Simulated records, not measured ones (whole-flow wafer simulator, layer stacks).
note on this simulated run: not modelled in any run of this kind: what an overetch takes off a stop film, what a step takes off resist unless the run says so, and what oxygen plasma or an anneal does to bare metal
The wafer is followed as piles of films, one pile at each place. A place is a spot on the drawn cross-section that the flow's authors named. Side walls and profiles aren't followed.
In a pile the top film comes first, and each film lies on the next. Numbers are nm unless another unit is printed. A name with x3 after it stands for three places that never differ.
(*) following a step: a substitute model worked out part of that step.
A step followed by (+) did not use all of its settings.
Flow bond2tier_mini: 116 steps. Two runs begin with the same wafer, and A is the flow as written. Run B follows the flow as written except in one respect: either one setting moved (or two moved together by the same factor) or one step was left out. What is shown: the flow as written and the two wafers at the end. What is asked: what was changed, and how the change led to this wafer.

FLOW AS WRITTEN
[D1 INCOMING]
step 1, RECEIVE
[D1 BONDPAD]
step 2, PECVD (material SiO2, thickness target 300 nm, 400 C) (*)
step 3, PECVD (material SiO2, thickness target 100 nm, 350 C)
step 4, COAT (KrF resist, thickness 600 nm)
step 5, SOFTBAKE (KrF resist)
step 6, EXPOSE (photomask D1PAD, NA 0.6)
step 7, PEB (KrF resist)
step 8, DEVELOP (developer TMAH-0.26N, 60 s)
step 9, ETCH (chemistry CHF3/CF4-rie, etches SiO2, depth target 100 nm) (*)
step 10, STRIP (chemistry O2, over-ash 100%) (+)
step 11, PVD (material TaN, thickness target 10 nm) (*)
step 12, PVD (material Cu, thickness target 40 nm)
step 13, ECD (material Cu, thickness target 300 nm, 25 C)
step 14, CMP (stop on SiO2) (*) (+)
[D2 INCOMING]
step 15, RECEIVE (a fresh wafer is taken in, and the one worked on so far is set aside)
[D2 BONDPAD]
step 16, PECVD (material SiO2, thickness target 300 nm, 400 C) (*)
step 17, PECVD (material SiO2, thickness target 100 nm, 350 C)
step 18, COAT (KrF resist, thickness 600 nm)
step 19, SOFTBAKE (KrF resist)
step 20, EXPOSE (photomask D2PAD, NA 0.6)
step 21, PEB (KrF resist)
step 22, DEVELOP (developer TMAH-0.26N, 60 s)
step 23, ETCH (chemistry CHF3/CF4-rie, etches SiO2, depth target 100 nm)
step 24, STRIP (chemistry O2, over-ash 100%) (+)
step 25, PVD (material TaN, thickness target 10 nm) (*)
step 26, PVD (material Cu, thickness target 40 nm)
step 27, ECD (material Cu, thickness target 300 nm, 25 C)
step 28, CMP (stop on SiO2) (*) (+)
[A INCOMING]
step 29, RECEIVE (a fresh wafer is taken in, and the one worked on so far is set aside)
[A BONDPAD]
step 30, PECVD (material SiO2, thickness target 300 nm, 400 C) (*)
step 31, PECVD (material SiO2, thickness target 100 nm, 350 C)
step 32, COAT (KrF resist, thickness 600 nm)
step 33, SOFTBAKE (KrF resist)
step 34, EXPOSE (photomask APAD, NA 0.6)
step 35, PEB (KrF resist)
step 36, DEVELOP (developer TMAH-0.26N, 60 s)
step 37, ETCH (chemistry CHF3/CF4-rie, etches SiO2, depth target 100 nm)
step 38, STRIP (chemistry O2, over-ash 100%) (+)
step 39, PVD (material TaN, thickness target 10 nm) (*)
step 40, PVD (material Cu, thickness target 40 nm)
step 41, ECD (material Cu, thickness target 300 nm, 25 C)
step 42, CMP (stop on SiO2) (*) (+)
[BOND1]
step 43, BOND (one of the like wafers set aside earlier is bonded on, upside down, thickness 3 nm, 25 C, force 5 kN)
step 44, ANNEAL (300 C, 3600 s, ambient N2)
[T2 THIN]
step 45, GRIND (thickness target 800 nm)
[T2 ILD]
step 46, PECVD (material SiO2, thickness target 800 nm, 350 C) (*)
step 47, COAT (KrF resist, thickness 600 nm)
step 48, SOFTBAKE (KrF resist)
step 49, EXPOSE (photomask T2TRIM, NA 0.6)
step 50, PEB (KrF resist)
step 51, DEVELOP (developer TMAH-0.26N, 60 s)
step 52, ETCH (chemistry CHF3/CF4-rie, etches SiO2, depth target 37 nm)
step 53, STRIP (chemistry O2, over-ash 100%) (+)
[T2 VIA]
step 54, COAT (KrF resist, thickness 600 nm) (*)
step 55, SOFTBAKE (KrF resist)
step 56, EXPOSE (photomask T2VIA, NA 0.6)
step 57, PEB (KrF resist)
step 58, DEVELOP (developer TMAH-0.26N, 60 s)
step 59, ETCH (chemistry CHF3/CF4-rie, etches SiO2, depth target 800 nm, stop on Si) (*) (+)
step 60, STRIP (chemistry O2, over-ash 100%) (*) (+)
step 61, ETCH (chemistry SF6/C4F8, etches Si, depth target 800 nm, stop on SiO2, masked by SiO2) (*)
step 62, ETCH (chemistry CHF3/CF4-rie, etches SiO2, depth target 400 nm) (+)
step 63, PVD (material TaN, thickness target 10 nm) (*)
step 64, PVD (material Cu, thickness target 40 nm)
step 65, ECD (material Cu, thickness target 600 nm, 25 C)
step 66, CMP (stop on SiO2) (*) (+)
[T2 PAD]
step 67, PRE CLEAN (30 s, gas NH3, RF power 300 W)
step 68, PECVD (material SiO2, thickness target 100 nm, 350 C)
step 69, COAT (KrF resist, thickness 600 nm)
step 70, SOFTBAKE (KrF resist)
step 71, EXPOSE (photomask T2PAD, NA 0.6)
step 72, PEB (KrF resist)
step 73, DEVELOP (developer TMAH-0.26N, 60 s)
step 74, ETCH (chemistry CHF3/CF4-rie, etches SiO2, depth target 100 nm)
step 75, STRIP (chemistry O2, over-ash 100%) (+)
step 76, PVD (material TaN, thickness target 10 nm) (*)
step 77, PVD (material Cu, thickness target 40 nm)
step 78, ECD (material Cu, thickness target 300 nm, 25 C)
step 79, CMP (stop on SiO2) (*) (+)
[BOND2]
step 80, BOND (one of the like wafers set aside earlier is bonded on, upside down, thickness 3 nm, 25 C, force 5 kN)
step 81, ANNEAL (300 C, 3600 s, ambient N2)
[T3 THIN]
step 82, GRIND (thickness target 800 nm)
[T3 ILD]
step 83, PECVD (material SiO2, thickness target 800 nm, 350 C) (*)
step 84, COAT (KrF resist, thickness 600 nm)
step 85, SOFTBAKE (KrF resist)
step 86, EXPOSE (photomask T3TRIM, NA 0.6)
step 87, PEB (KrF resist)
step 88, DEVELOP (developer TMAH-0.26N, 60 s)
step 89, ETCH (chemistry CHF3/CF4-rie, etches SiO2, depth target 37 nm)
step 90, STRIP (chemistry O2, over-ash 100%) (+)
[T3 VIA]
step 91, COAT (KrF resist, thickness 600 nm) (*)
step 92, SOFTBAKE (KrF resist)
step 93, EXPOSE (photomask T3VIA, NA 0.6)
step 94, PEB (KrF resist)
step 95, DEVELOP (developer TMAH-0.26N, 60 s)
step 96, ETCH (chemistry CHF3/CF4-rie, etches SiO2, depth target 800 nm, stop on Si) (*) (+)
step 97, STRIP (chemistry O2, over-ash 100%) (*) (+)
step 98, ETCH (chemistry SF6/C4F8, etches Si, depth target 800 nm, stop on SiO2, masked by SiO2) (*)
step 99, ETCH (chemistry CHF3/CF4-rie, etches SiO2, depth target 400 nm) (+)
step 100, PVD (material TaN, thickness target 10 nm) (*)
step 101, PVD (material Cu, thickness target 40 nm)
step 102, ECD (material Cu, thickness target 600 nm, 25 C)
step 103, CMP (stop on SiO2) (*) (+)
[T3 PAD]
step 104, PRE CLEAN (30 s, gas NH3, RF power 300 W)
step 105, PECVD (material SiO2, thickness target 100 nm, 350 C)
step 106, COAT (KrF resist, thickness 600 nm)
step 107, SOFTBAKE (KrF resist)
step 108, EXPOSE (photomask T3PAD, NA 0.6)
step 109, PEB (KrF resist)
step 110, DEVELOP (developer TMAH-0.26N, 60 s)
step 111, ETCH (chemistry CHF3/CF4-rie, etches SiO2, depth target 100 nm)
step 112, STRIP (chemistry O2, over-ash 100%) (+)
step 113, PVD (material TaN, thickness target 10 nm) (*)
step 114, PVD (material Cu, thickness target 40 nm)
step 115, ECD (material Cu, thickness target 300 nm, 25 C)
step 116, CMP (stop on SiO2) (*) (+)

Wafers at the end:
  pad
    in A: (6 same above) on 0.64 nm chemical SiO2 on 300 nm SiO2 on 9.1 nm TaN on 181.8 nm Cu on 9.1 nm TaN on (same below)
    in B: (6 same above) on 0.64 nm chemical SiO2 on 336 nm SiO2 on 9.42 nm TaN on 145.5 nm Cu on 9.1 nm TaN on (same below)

What caused this: step 23, ETCH: depth target 64 nm was run, though the flow has depth target 100 nm.

The path from the change to this, step by step:
  step 23, ETCH (chemistry CHF3/CF4-rie, etches SiO2, depth target 100 nm)
      pad, via: A SiO2 loses 100 | B SiO2 loses 64
      field: A KrF resist loses 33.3 | B KrF resist loses 21.3
  step 24, STRIP (chemistry O2, over-ash 100%) (+)
      field: A KrF resist loses 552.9 (all of it) | B KrF resist loses 564.9 (all of it)
  step 26, PVD (material Cu, thickness target 40 nm)
      pad: A Cu gains 36.4 (new film) | B Cu gains 37.7 (new film)
  step 27, ECD (material Cu, thickness target 300 nm, 25 C)
      pad: A Cu gains 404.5 | B Cu gains 366.9
      via: A Cu gains 400.2 | B Cu gains 364
  step 80, BOND (one of the like wafers set aside earlier is bonded on, upside down, thickness 3 nm, 25 C, force 5 kN)
      pad: A Si gains 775 um (new film), chemical SiO2 gains 0.64 (new film), SiO2 gains 300 (new film), TaN gains 9.1 (new film), Cu gains 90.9 | B Si gains 775 um (new film), chemical SiO2 gains 0.64 (new film), SiO2 gains 336 (new film), TaN gains 9.42 (new film), Cu gains 54.6
